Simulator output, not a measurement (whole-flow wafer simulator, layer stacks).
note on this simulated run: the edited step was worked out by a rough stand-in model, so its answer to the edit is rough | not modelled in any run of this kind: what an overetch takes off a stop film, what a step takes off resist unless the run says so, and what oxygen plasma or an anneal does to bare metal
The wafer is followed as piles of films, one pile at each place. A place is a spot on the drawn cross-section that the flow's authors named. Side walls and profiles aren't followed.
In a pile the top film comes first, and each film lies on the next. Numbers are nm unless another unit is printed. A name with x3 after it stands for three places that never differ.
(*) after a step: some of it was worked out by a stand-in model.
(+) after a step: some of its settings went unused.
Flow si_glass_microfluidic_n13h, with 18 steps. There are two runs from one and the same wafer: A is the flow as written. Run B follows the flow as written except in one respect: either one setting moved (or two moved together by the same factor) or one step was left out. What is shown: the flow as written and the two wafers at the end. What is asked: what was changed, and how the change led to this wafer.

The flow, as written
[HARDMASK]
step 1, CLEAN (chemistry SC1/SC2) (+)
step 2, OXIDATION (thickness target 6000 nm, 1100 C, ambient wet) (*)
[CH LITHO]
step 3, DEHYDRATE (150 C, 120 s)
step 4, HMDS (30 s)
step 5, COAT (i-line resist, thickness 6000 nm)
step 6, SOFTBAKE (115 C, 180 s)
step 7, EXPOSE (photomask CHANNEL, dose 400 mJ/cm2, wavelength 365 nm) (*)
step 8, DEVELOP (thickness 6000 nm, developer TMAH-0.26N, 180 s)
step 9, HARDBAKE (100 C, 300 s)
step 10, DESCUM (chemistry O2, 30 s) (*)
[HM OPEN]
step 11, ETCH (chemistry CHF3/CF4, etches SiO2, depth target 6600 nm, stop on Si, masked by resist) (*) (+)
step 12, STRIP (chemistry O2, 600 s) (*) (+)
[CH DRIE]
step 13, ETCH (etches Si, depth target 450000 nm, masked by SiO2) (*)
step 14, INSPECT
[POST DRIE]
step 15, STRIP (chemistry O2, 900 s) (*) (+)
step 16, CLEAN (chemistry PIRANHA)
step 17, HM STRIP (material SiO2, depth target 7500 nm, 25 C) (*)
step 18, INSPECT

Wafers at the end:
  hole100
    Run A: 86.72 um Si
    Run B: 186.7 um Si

The reason: step 13, ETCH: depth target 348800 nm was run, though the flow has depth target 450000 nm.

How this came from the change, step by step:
  step 13, ETCH (etches Si, depth target 450000 nm, masked by SiO2) (*)
      land: A SiO2 loses 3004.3 | B SiO2 loses 2337.7
      hole100: A chemical SiO2 loses 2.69 (all of it), Si loses 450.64 um | B chemical SiO2 loses 2.69 (all of it), Si loses 350.66 um
  step 17, HM STRIP (material SiO2, depth target 7500 nm, 25 C) (*)
      land: A SiO2 loses 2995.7 (all of it) | B SiO2 loses 3662.3 (all of it)
